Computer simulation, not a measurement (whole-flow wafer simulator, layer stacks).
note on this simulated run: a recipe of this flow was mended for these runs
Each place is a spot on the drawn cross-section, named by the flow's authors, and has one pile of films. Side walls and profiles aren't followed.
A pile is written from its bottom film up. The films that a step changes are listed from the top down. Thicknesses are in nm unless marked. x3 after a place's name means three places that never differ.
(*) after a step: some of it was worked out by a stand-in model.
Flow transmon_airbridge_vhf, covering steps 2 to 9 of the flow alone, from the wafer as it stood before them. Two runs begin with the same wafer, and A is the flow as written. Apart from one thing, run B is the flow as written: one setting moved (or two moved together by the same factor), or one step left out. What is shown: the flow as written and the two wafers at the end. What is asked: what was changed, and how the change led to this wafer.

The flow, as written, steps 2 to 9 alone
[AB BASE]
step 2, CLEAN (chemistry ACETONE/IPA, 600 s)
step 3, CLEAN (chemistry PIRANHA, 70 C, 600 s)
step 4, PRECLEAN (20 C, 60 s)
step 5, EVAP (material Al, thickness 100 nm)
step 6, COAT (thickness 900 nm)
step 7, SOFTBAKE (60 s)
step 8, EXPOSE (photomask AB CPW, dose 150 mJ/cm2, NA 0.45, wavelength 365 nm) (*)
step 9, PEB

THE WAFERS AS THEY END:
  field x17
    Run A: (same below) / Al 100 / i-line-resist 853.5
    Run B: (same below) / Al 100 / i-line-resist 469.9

What caused this: step 6, COAT: thickness 495 nm was run, while the flow as written has thickness 900 nm.

The path from the change to this, step by step:
  step 6, COAT (thickness 900 nm)
      field x17: A i-line-resist gains 900 (new film) | B i-line-resist gains 495 (new film)
  step 9, PEB
      field x17: A i-line-resist loses 46.5 | B i-line-resist loses 25.1
